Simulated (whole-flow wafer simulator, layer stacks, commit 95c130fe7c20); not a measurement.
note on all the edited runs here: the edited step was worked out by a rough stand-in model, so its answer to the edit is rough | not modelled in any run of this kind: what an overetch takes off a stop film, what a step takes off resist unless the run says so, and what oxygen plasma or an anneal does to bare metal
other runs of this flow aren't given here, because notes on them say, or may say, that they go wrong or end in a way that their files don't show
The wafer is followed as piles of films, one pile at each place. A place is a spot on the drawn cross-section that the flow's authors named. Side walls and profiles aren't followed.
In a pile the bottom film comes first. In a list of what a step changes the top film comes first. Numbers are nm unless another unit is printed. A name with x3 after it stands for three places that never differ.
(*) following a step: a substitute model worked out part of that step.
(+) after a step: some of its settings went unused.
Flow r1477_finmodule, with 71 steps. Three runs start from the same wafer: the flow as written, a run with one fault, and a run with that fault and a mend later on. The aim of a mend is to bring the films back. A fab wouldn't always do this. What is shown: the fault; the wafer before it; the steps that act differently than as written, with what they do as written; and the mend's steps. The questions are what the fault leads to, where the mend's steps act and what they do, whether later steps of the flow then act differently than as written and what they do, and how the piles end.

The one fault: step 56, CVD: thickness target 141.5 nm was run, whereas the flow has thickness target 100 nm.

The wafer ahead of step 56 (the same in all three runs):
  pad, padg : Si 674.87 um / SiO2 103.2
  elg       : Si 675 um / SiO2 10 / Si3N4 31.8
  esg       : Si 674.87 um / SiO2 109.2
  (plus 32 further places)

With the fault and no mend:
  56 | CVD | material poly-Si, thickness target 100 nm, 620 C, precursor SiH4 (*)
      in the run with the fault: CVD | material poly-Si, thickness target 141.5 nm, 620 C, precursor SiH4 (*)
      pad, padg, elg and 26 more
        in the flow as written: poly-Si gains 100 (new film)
        in the run with the fault: poly-Si gains 141.5 (new film)
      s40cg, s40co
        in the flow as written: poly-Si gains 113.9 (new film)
        in the run with the fault: poly-Si gains 156 (new film)
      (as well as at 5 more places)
  Steps further on in the flow that do not act as written (not shown: 2 more steps that differ only slightly, by at most 2% or 0.5 nm, whichever is larger):
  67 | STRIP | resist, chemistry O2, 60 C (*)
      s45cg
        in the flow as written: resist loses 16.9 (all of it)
        in the run with the fault: resist loses 16.3 (all of it)
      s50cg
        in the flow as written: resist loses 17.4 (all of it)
        in the run with the fault: resist loses 16.6 (all of it)
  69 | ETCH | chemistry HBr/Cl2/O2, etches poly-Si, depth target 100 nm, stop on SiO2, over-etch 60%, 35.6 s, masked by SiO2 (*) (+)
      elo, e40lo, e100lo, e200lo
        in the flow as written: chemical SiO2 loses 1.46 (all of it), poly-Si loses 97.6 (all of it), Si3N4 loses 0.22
        in the run with the fault: chemical SiO2 loses 1.46 (all of it), poly-Si loses 139.1 (all of it)
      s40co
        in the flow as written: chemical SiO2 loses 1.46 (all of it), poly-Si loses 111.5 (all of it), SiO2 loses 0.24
        in the run with the fault: chemical SiO2 loses 1.46 (all of it), poly-Si loses 153.6 (all of it)
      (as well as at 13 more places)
  The piles end different from the flow's at padg, elg, esg and 15 more by more than 2% or 0.5 nm, whichever is larger.
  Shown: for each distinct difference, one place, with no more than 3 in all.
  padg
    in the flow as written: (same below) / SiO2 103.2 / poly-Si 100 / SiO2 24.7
    in the run with the fault: (same below) / SiO2 103.2 / poly-Si 141.5 / SiO2 24.7
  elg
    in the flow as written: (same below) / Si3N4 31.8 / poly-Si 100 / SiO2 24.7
    in the run with the fault: (same below) / Si3N4 31.8 / poly-Si 141.5 / SiO2 24.7
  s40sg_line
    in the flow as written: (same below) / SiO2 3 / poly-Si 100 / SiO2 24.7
    in the run with the fault: (same below) / SiO2 3 / poly-Si 141.5 / SiO2 24.7

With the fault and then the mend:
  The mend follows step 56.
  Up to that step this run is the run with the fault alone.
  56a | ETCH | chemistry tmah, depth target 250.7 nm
      pad, padg, elg and 26 more
        poly-Si loses 141.5 (all of it)
      s40cg, s40co
        poly-Si loses 156 (all of it)
      s45cg, s45co
        poly-Si loses 155.6 (all of it)
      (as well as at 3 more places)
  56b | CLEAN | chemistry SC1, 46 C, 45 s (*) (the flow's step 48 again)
      s40sg_line, s45sg_line, s50sg_line, s40so_line, s45so_line, s50so_line
        SiO2 loses 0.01
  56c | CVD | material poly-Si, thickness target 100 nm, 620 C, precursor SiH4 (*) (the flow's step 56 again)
      pad, padg, elg and 26 more
        poly-Si gains 100 (new film)
      s40cg, s40co
        poly-Si gains 113.9 (new film)
      s45cg, s45co
        poly-Si gains 113.4 (new film)
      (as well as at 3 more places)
  Later steps of the flow that are run all act as written at every place that is followed, up to a difference of at most 2% or 0.5 nm, whichever is larger.
  The piles end only slightly different from the flow's at the places that both follow, by no more than 2% or 0.5 nm, whichever is larger.
